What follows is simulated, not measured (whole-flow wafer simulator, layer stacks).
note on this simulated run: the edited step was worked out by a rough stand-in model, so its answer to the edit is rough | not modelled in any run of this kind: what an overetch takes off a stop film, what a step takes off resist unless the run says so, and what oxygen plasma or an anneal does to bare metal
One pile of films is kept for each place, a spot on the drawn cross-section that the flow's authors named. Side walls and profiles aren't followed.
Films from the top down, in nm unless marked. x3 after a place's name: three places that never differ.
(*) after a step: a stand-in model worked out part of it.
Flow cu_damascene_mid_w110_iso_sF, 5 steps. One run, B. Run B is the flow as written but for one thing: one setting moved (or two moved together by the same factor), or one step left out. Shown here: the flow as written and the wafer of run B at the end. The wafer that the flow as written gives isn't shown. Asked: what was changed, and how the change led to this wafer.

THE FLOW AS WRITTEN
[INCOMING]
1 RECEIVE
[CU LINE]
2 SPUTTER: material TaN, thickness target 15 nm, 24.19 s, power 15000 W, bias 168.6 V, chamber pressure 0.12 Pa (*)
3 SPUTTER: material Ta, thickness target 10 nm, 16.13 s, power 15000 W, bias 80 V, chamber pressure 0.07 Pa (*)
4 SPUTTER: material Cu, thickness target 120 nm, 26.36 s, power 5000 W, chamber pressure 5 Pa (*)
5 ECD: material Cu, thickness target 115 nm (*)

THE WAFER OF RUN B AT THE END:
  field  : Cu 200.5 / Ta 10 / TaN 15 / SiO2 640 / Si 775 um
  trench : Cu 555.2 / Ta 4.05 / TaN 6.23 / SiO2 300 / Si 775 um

The cause: step 5, ECD: thickness target 80.5 nm was run, where the flow has thickness target 115 nm.

How the change led to this, step by step:
  5 ECD: material Cu, thickness target 115 nm (*)
      field: Cu +80.5 (as written it would be: Cu +115)
      trench: Cu +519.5 (as written it would be: Cu +554)
